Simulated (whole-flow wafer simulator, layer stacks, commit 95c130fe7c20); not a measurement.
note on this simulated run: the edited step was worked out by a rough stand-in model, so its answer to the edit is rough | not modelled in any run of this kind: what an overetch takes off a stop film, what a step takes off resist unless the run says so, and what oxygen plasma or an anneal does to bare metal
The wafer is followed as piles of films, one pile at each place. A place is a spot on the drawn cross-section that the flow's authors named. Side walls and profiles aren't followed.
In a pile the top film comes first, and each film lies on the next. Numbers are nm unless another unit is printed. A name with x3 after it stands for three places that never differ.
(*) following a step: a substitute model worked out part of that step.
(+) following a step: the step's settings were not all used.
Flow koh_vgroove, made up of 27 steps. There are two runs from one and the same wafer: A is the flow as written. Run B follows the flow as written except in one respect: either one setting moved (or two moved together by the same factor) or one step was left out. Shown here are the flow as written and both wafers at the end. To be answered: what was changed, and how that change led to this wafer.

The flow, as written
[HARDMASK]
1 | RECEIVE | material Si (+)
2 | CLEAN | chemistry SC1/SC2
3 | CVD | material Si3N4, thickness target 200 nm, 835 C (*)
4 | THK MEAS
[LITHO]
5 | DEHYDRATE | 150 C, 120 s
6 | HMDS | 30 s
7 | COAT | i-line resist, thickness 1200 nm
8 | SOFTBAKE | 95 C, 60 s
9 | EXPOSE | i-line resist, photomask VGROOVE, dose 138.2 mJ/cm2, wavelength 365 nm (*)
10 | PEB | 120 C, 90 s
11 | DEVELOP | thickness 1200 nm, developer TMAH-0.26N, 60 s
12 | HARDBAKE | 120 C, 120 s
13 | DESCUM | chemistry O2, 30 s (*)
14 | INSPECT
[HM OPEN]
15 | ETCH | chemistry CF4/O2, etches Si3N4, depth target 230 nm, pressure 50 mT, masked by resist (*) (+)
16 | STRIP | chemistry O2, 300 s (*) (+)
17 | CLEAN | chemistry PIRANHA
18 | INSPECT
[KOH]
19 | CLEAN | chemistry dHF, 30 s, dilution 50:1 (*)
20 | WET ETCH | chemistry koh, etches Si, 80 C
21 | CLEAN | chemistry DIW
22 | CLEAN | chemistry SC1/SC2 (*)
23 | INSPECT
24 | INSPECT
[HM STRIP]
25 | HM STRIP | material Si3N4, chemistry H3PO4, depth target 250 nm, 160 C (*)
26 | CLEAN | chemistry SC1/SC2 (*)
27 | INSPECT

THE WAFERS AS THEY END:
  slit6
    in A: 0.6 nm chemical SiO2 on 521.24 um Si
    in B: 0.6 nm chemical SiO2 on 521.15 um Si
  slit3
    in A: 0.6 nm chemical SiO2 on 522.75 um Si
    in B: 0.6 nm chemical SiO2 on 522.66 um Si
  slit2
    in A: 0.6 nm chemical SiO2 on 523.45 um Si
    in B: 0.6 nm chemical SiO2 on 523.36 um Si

What caused this: step 15, ETCH: depth target 322 nm was run, though the flow has depth target 230 nm.

The path from the change to this, step by step:
  15 | ETCH | chemistry CF4/O2, etches Si3N4, depth target 230 nm, pressure 50 mT, masked by resist (*) (+)
      slit3, slit2, slit6, slit20: A Si3N4 loses 200 (all of it), chemical SiO2 loses 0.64 (all of it), Si loses 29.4 | B Si3N4 loses 200 (all of it), chemical SiO2 loses 0.64 (all of it), Si loses 121.4
      field: A i-line resist loses 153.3 | B i-line resist loses 214.7
  16 | STRIP | chemistry O2, 300 s (*) (+)
      field: A i-line resist loses 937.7 (all of it) | B i-line resist loses 876.4 (all of it)
